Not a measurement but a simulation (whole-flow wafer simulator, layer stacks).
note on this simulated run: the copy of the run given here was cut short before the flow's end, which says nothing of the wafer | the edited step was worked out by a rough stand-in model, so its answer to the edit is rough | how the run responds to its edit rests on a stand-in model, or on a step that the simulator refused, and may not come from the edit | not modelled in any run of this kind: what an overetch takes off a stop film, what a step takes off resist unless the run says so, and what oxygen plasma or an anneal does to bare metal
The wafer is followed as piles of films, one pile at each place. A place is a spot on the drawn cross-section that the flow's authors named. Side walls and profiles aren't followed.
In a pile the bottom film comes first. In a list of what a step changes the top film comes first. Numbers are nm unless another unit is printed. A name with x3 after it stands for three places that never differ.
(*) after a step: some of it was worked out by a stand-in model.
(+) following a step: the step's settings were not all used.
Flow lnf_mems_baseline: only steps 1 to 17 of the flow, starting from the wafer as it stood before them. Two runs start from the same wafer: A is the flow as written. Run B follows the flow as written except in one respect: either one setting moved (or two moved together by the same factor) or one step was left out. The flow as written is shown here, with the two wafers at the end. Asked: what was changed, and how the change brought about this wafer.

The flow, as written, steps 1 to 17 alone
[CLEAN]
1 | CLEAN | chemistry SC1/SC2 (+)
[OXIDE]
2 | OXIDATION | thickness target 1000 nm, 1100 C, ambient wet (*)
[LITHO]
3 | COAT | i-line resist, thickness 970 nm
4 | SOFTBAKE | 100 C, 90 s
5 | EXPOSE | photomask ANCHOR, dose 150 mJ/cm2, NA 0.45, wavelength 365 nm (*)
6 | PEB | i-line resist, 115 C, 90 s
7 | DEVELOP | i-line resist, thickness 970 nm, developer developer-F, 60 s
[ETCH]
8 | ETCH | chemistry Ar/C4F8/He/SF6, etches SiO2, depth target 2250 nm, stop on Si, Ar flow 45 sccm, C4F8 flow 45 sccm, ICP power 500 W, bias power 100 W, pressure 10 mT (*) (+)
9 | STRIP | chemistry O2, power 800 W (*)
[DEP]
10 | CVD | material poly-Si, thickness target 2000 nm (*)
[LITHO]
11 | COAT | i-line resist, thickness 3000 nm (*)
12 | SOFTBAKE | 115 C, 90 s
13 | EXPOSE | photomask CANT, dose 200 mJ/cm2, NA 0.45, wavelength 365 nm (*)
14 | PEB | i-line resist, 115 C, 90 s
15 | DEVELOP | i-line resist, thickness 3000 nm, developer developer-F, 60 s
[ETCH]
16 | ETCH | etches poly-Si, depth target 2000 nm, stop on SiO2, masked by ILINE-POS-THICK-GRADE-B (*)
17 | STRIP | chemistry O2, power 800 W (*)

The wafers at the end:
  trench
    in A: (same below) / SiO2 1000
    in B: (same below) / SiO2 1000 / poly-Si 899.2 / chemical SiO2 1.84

The reason: step 16, ETCH: depth target 1100 nm was run, while the flow as written has depth target 2000 nm.

How this came from the change, step by step:
  16 | ETCH | etches poly-Si, depth target 2000 nm, stop on SiO2, masked by ILINE-POS-THICK-GRADE-B (*)
      trench, char_slit: A poly-Si loses 2000 (all of it) | B poly-Si loses 1100
      field, anchor, beam: A i-line resist loses 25 | B i-line resist loses 13.8
  17 | STRIP | chemistry O2, power 800 W (*)
      trench, char_slit: A nothing | B chemical SiO2 gains 1.84 (new film), poly-Si loses 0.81
